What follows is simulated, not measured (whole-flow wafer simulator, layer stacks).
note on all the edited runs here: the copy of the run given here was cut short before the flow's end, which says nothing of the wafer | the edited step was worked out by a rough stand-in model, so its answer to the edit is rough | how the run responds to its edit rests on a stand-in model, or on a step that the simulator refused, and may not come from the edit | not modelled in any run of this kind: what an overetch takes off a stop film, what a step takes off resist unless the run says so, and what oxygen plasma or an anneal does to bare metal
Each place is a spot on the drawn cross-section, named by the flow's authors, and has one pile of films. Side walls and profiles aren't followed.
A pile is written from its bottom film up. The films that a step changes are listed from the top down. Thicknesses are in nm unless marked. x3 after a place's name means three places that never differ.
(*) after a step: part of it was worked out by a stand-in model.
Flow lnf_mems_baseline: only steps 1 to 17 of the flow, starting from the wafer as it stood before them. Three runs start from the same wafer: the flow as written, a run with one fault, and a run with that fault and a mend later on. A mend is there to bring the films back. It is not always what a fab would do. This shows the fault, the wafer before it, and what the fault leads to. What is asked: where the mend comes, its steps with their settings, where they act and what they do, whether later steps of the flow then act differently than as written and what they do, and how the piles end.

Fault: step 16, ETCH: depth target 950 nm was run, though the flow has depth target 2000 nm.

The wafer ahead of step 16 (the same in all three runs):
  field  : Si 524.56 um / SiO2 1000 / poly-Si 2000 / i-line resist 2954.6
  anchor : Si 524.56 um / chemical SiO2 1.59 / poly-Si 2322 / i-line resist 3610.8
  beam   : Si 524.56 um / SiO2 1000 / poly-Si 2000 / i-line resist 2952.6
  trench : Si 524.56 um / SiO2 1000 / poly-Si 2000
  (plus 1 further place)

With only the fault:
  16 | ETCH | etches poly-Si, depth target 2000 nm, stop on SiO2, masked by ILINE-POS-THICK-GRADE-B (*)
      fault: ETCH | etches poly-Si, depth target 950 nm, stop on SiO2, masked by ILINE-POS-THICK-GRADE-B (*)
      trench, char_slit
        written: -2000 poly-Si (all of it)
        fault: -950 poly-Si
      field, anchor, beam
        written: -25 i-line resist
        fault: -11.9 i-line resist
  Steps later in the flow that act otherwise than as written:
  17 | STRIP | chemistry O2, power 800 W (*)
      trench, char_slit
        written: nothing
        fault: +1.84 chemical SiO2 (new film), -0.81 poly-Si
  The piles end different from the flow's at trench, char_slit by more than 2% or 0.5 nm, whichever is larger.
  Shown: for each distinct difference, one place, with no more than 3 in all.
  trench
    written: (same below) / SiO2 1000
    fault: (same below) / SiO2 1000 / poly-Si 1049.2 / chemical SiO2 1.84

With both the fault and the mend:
  The mend follows step 16.
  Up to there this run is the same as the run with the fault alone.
  16a | ETCH | etches poly-Si, depth target 1050 nm, stop on SiO2, masked by ILINE-POS-THICK-GRADE-B (*) (the flow's step 16, run once more with other settings)
      field, anchor, beam
        -13.1 i-line resist
      trench, char_slit
        -1050 poly-Si (all of it)
  None of the later steps of the flow acts differently than as written at any place that is followed.
  At every place that both follow, the piles at the end match the flow's.
